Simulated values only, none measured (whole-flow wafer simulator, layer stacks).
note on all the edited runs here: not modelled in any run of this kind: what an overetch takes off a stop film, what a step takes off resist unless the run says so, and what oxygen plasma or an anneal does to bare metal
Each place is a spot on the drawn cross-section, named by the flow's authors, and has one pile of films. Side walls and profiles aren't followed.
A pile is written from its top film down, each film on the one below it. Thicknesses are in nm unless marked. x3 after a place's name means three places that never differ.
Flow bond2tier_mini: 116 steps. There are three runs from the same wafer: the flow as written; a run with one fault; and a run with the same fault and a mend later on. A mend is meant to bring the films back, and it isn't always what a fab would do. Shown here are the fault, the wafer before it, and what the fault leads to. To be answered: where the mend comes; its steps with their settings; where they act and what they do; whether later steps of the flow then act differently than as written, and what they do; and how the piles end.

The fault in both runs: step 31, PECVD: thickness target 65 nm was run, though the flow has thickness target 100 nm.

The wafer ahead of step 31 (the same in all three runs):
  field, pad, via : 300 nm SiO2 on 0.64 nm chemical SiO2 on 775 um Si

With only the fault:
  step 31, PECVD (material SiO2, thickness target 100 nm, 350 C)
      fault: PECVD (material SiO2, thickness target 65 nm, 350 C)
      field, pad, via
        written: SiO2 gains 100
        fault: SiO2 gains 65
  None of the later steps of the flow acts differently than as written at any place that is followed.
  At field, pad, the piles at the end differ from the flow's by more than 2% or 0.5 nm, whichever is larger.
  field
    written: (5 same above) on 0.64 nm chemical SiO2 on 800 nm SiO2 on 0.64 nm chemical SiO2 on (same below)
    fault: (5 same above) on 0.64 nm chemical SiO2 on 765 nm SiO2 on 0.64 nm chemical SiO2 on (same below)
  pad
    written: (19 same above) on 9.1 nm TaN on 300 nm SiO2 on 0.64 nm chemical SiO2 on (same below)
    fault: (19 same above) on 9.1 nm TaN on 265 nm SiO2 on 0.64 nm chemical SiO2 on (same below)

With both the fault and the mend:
  The mend stands after step 31.
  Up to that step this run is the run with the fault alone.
  step 31a, PECVD (material SiO2, thickness target 35 nm, 350 C) (the flow's step 31 again, with other settings)
      field, pad, via
        SiO2 gains 35
  None of the later steps of the flow acts differently than as written at any place that is followed.
  At every place that both follow, the piles at the end match the flow's.
